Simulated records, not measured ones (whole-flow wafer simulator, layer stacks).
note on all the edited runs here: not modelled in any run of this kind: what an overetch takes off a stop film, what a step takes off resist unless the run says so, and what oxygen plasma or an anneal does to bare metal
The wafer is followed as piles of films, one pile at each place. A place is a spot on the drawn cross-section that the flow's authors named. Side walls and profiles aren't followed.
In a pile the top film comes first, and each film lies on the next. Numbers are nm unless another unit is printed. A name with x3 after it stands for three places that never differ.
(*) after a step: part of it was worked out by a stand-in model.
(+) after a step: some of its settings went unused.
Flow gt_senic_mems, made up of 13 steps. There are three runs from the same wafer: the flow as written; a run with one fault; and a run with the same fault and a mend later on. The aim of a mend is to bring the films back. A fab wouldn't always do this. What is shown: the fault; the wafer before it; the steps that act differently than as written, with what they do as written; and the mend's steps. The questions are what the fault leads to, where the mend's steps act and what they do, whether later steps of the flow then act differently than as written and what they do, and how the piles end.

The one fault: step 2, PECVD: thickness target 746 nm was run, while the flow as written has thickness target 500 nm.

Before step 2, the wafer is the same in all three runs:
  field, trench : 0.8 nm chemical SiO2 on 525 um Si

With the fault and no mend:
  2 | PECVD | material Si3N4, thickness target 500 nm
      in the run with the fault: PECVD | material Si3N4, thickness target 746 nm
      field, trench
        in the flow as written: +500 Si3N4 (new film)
        in the run with the fault: +746 Si3N4 (new film)
  Steps later in the flow that act otherwise than as written (2 more steps, not shown, differ only slightly: by at most 2% or 0.5 nm, whichever is larger):
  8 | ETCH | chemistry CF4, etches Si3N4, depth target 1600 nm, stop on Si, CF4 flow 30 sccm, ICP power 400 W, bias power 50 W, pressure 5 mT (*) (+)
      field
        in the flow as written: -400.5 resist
        in the run with the fault: -564.5 resist
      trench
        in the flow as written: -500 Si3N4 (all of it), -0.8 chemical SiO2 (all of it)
        in the run with the fault: -746 Si3N4 (all of it), -0.8 chemical SiO2 (all of it)
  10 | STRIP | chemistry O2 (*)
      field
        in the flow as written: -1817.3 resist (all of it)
        in the run with the fault: -1653.3 resist (all of it)
  The piles end different from the flow's at field by more than 2% or 0.5 nm, whichever is larger.
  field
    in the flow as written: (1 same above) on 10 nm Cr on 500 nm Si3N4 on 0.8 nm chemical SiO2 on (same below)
    in the run with the fault: (1 same above) on 10 nm Cr on 746 nm Si3N4 on 0.8 nm chemical SiO2 on (same below)

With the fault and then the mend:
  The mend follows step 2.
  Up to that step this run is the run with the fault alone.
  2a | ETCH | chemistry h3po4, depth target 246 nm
      field, trench
        -246 Si3N4
  Later steps of the flow that are run all act as written at every place that is followed.
  At every place that both follow, the piles at the end match the flow's.
